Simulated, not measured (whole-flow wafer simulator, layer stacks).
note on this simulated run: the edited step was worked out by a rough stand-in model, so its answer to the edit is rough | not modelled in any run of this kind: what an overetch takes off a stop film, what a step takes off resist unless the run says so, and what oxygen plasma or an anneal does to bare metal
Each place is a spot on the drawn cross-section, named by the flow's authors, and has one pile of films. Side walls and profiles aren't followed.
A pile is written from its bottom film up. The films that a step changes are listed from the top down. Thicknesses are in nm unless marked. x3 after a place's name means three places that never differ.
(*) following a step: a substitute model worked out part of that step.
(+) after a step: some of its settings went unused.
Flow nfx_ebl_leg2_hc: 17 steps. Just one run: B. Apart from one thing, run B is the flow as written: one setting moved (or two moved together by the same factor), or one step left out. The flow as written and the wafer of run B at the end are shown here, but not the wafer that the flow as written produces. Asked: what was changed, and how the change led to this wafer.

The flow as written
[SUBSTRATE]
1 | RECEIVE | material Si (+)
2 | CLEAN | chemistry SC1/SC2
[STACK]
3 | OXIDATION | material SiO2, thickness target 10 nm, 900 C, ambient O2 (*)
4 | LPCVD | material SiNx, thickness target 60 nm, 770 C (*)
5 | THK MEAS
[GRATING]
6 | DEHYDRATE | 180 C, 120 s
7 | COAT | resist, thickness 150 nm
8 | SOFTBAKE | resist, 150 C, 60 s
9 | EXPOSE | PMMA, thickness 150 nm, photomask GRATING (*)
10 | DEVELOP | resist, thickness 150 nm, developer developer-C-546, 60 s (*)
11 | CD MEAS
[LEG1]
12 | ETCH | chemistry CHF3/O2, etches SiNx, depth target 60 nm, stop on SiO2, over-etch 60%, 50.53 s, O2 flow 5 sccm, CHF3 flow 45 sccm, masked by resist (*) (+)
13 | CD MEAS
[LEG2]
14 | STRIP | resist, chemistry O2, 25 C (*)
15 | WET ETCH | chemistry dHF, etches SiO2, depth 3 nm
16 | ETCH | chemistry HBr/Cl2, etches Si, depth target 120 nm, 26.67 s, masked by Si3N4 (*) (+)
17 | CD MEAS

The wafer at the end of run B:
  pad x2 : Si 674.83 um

Cause: step 16, ETCH: depth target 165 nm was run, though the flow has depth target 120 nm.

How this came from the change, step by step:
  16 | ETCH | chemistry HBr/Cl2, etches Si, depth target 120 nm, 26.67 s, masked by Si3N4 (*) (+)
      pad x2: Si loses 165 (in the flow as written it would be: Si loses 120)
